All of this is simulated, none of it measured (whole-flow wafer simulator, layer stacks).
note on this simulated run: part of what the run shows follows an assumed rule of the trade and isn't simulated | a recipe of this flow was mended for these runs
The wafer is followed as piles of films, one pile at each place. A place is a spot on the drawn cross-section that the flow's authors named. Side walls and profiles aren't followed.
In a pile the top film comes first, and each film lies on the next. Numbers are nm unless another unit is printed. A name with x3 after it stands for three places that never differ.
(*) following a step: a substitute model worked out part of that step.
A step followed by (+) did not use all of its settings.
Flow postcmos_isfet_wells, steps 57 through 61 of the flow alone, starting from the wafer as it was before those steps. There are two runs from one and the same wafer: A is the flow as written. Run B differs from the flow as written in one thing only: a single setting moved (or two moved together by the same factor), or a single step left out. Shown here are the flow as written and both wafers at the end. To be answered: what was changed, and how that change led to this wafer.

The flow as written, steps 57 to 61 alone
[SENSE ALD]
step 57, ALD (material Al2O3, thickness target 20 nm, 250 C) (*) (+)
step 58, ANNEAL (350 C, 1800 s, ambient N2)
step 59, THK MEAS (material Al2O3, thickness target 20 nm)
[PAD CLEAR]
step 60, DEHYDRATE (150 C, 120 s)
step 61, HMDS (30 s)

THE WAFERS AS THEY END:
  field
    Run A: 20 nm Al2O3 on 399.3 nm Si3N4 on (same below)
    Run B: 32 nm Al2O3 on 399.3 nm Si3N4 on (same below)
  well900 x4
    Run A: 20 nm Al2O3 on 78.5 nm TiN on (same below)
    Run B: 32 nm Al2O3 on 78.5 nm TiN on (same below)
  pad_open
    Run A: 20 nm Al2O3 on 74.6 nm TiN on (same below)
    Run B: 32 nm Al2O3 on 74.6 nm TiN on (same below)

The reason: step 57, ALD: thickness target 32 nm was run, while the flow as written has thickness target 20 nm.
The wafer lets one read it off: field has Al2O3 32, and step 57 as written asks for 20 nm.

Step by step, how the change led to this:
  step 57, ALD (material Al2O3, thickness target 20 nm, 250 C) (*) (+)
      field, margin x3, well900 x4, pad_open: A Al2O3 gains 20 (new film) | B Al2O3 gains 32 (new film)
